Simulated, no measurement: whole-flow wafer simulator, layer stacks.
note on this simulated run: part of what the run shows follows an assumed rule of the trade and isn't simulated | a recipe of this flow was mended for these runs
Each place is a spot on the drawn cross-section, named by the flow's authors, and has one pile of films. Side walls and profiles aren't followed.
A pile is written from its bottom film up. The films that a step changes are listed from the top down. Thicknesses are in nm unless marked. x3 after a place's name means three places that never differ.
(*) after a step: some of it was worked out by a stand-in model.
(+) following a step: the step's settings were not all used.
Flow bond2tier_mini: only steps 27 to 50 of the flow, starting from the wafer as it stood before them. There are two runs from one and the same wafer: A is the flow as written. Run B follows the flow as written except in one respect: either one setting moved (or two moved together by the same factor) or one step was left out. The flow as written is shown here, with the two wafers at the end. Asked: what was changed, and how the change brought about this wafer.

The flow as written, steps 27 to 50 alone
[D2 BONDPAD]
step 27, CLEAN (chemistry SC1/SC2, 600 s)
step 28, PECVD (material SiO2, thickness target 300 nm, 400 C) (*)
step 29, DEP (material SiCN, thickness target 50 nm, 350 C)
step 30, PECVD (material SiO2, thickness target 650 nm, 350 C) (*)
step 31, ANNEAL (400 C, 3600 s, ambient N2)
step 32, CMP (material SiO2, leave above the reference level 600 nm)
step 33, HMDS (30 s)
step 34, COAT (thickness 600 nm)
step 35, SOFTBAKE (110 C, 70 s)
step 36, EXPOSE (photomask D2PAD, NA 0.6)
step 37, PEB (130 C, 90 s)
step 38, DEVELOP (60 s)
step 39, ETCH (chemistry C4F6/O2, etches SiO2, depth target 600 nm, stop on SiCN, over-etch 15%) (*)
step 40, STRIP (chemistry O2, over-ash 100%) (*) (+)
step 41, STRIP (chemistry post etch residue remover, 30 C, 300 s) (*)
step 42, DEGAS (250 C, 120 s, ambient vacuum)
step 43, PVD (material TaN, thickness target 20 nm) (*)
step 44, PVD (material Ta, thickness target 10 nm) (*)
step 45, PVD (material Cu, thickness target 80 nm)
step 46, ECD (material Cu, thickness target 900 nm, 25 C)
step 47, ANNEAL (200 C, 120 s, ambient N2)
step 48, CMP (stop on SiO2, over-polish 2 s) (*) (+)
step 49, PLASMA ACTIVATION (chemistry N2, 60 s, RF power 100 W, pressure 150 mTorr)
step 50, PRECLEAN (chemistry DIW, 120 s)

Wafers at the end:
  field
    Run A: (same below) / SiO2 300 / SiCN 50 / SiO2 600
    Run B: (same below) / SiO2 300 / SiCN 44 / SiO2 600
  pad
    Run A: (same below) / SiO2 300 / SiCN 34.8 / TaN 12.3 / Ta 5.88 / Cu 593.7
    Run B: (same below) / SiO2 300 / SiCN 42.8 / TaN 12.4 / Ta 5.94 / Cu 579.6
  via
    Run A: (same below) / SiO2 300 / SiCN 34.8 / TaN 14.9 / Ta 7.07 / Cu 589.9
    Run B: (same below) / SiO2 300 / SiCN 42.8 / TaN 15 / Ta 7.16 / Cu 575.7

The reason: step 29, DEP: thickness target 44 nm was run, whereas the flow has thickness target 50 nm; step 39, ETCH: depth target 528 nm was run, where the flow has depth target 600 nm.
One can read it off the wafer: field has SiCN 44, and step 29 as written asks for 50 nm.

Step by step, how the change led to this:
  step 29, DEP (material SiCN, thickness target 50 nm, 350 C)
      field, pad, via: A SiCN gains 50 (new film) | B SiCN gains 44 (new film)
  step 39, ETCH (chemistry C4F6/O2, etches SiO2, depth target 600 nm, stop on SiCN, over-etch 15%) (*)
      pad, via: A SiO2 loses 600 (all of it), SiCN loses 15.2 | B SiO2 loses 600 (all of it), SiCN loses 1.21
      field: A thick-KrF-resist loses 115 | B thick-KrF-resist loses 101.2
  step 40, STRIP (chemistry O2, over-ash 100%) (*) (+)
      field: A thick-KrF-resist loses 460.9 (all of it) | B thick-KrF-resist loses 474.7 (all of it)
